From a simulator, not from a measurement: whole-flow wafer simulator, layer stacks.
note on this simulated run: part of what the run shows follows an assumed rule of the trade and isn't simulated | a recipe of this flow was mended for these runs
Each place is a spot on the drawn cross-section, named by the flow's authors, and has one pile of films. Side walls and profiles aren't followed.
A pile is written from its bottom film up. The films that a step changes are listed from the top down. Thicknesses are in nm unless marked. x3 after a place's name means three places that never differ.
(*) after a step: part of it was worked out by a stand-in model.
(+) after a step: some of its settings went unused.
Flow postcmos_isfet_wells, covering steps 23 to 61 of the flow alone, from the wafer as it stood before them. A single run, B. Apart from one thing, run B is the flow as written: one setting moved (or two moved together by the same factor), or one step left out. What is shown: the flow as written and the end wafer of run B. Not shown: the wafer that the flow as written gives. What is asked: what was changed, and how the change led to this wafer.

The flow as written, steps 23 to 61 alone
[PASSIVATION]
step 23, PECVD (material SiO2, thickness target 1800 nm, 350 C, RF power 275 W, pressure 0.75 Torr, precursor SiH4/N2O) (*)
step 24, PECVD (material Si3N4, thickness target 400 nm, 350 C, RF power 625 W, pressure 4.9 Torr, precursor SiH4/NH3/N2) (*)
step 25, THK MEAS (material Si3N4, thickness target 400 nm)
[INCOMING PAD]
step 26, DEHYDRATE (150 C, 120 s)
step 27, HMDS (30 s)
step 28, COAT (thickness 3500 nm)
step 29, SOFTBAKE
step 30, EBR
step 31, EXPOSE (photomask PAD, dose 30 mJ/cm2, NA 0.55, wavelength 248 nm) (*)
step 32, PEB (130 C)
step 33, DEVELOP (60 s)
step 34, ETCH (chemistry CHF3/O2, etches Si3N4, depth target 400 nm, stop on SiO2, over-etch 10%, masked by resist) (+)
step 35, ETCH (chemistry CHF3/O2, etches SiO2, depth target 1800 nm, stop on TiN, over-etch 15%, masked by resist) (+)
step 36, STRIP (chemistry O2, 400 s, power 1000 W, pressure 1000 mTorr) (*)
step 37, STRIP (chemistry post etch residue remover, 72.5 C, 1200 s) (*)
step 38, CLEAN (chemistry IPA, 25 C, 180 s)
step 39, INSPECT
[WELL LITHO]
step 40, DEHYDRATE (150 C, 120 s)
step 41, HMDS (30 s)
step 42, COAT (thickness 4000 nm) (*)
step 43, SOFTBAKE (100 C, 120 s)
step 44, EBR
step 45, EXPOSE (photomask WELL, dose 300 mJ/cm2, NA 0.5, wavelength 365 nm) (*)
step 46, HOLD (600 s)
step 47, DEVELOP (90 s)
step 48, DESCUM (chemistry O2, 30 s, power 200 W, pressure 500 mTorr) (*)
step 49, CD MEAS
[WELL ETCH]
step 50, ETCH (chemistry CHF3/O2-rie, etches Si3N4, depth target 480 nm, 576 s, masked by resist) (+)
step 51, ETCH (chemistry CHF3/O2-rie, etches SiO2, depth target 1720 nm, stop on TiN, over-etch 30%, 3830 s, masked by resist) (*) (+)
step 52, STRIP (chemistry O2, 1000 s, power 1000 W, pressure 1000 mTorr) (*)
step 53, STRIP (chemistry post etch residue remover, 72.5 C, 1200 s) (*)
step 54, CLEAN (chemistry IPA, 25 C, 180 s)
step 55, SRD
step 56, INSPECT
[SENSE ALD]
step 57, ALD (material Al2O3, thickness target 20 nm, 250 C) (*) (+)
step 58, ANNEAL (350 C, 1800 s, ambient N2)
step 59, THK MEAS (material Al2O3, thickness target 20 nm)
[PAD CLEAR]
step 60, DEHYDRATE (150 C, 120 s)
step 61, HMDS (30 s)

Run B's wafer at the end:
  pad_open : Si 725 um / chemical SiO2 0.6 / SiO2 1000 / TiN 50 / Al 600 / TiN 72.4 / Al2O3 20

What caused this: step 34, ETCH: depth target 448 nm was run, though the flow has depth target 400 nm.

How this came from the change, step by step:
  step 34, ETCH (chemistry CHF3/O2, etches Si3N4, depth target 400 nm, stop on SiO2, over-etch 10%, masked by resist) (+)
      field, margin x2, well900 x4, pad_clr: thick-KrF-resist loses 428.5 (as written it would have been: thick-KrF-resist loses 382.6)
      pad_open: Si3N4 loses 400 (all of it), SiO2 loses 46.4 (as written it would have been: Si3N4 loses 400 (all of it), SiO2 loses 20)
  step 35, ETCH (chemistry CHF3/O2, etches SiO2, depth target 1800 nm, stop on TiN, over-etch 15%, masked by resist) (+)
      pad_open: SiO2 loses 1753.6 (all of it), TiN loses 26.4 (as written it would have been: SiO2 loses 1780 (all of it), TiN loses 24.2)
